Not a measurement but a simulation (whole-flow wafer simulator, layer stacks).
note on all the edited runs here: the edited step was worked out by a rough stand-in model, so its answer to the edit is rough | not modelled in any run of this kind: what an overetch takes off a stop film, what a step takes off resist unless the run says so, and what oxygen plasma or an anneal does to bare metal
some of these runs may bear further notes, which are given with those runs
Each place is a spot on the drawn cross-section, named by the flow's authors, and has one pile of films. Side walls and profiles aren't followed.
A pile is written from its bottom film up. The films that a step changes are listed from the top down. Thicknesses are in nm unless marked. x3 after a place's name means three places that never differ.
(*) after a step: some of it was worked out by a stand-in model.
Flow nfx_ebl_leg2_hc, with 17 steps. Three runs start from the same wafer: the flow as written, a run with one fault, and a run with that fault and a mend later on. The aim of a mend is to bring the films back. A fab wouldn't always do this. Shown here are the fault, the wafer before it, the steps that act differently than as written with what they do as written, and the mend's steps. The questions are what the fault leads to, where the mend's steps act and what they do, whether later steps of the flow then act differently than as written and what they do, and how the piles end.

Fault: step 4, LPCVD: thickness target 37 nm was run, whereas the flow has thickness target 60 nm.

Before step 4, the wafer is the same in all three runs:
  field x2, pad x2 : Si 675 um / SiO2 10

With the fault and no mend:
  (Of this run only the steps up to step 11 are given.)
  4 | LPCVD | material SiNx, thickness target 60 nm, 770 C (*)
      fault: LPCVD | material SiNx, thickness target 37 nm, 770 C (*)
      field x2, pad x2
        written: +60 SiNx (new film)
        fault: +37 SiNx (new film)
  Every later step of the flow up to step 11 that is run acts as written at every place that is followed.
  After step 11, at field x2, pad x2, the piles differ from the flow's by more than 2% or 0.5 nm, whichever is larger.
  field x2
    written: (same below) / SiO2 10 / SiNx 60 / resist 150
    fault: (same below) / SiO2 10 / SiNx 37 / resist 150
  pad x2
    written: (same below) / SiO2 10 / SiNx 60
    fault: (same below) / SiO2 10 / SiNx 37

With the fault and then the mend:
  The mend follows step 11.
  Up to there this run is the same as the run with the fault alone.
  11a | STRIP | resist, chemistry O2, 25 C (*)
      field x2
        -150 resist (all of it)
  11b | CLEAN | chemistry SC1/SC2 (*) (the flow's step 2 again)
      does not change any film at any place that is followed
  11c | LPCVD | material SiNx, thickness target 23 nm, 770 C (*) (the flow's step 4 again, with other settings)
      field x2, pad x2
        +23 SiNx
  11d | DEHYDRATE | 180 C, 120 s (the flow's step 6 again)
      does not change any film at any place that is followed
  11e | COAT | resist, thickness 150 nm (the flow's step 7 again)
      field x2, pad x2
        +150 resist (new film)
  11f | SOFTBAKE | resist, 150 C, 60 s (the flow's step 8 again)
      does not change any film at any place that is followed
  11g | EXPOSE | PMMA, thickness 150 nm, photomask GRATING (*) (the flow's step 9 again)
      does not change any film at any place that is followed
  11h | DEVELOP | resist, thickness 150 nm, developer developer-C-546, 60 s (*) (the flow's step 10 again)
      pad x2
        -150 resist (all of it)
  Every later step of the flow that is run acts as written at every place that is followed.
  The piles end the same as the flow's at every place that both follow.
